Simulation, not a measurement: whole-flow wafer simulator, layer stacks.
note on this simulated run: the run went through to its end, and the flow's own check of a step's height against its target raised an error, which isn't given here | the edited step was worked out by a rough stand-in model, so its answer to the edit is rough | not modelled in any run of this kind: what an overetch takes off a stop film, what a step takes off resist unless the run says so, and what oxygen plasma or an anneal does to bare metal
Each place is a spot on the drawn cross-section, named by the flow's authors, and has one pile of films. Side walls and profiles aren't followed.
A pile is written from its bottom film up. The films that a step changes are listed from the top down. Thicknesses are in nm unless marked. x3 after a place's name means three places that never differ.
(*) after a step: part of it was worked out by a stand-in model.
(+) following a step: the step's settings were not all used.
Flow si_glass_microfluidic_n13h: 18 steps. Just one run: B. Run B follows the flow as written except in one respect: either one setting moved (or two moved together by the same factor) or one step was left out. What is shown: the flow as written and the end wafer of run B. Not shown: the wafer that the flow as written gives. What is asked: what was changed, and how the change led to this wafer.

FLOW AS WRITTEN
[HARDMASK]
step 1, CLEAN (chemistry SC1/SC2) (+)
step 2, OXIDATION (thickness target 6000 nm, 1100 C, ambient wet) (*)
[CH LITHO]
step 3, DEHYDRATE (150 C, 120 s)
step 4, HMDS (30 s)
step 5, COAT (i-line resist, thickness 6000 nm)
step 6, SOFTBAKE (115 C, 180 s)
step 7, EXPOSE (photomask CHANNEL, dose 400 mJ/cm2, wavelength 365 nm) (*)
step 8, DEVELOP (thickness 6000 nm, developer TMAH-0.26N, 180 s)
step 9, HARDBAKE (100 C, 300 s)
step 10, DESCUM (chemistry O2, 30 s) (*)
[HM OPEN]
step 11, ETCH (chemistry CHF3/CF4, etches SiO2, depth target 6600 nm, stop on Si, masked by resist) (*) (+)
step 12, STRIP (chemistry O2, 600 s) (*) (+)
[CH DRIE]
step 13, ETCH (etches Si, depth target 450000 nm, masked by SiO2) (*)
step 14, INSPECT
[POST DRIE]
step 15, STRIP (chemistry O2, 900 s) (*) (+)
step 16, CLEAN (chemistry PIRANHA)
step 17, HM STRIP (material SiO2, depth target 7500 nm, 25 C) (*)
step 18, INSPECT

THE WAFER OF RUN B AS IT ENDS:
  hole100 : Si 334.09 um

Cause: step 13, ETCH: depth target 202500 nm was run, though the flow has depth target 450000 nm.

Step by step, how the change led to this:
  step 13, ETCH (etches Si, depth target 450000 nm, masked by SiO2) (*)
      land: -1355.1 SiO2 (in the flow as written it would be: -3004.3 SiO2)
      hole100: -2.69 chemical SiO2 (all of it), -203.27 um Si (in the flow as written it would be: -2.69 chemical SiO2 (all of it), -450.64 um Si)
  step 17, HM STRIP (material SiO2, depth target 7500 nm, 25 C) (*)
      land: -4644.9 SiO2 (all of it) (in the flow as written it would be: -2995.7 SiO2 (all of it))
